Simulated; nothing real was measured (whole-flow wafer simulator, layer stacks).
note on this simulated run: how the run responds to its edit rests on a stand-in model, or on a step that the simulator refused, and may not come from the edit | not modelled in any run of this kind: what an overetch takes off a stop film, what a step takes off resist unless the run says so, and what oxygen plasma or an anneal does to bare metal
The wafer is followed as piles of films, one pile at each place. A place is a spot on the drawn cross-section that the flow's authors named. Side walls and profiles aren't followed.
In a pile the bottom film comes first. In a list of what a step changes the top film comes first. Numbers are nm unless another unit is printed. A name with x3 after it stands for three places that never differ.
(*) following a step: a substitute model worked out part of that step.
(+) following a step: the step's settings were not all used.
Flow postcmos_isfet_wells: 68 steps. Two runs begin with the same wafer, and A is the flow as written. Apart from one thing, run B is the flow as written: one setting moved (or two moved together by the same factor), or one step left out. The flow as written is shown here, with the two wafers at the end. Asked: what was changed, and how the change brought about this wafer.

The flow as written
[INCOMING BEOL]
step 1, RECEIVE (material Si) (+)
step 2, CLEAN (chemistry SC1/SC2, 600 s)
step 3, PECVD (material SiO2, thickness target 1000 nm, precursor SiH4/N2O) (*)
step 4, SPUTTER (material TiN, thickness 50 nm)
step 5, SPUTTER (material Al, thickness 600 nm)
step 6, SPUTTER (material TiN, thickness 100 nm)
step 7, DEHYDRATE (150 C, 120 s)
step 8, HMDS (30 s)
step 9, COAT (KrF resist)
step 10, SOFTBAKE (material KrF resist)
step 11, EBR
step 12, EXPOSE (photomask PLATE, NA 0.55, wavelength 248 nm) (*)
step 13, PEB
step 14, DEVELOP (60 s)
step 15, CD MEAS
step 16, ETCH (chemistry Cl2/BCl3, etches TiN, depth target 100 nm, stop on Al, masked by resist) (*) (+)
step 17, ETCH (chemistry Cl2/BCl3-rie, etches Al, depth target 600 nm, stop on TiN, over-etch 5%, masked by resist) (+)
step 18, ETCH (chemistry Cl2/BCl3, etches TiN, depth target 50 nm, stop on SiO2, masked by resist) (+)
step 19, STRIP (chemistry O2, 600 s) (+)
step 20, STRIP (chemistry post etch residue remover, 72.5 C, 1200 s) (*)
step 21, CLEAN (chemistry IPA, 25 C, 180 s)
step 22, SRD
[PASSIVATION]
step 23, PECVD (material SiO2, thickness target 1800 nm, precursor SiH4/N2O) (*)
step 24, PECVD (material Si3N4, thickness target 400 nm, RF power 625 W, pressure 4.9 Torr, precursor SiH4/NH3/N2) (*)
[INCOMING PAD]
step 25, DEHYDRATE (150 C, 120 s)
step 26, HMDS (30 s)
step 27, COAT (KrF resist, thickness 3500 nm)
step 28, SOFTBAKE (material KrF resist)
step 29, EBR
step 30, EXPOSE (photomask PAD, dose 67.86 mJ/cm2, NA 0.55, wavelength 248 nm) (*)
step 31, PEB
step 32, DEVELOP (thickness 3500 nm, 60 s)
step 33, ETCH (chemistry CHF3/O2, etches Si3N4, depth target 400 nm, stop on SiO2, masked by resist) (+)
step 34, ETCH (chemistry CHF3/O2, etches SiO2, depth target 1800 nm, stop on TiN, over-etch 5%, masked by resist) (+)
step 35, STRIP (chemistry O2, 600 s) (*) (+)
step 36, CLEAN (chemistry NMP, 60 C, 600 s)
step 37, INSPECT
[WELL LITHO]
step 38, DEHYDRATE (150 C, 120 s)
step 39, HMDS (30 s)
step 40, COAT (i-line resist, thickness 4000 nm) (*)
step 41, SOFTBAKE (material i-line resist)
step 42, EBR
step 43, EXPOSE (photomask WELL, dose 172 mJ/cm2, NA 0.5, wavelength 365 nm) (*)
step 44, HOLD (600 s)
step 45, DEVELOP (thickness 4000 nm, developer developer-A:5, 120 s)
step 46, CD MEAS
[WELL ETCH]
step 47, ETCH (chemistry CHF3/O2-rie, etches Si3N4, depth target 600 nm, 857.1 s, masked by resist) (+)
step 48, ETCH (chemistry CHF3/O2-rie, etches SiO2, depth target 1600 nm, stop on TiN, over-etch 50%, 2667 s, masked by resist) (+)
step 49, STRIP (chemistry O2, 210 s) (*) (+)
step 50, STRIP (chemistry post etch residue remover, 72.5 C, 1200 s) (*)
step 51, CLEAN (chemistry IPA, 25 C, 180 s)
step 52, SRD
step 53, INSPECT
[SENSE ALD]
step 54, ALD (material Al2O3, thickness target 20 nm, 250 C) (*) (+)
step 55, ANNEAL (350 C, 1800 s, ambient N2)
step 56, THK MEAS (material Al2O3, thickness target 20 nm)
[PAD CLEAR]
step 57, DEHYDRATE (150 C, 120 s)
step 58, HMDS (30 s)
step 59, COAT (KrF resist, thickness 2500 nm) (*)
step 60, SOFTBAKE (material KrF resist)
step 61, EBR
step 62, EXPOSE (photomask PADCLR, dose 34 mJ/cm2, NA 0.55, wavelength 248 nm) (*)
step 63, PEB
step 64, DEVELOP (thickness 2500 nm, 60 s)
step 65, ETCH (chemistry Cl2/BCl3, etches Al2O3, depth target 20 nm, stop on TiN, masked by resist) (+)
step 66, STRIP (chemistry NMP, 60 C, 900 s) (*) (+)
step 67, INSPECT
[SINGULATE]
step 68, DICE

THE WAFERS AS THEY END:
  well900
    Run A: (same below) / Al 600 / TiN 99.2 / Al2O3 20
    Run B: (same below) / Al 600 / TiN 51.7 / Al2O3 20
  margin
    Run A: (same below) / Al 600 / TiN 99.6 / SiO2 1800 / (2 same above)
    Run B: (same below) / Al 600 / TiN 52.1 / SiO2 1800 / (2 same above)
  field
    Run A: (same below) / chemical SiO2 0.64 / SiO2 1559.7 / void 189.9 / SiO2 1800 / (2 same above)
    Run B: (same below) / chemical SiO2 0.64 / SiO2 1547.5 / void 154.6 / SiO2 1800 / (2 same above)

The reason: step 6, SPUTTER: thickness 52.5 nm was run, whereas the flow has thickness 100 nm.

The path from the change to this, step by step:
  step 6, SPUTTER (material TiN, thickness 100 nm)
      field, margin, well900, well1300 x3, pad_rim, pad_clr, pad_open: A TiN gains 100 (new film) | B TiN gains 52.5 (new film)
  step 16, ETCH (chemistry Cl2/BCl3, etches TiN, depth target 100 nm, stop on Al, masked by resist) (*) (+)
      margin, well900, well1300 x3, pad_rim, pad_clr, pad_open: A KrF resist loses 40 | B KrF resist loses 31.5
      field: A TiN loses 100 (all of it) | B TiN loses 52.5 (all of it)
  step 23, PECVD (material SiO2, thickness target 1800 nm, precursor SiH4/N2O) (*)
      field: A SiO2 gains 1800 (new film), void gains 189.9 (new film), SiO2 gains 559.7 | B SiO2 gains 1800 (new film), void gains 154.6 (new film), SiO2 gains 547.5
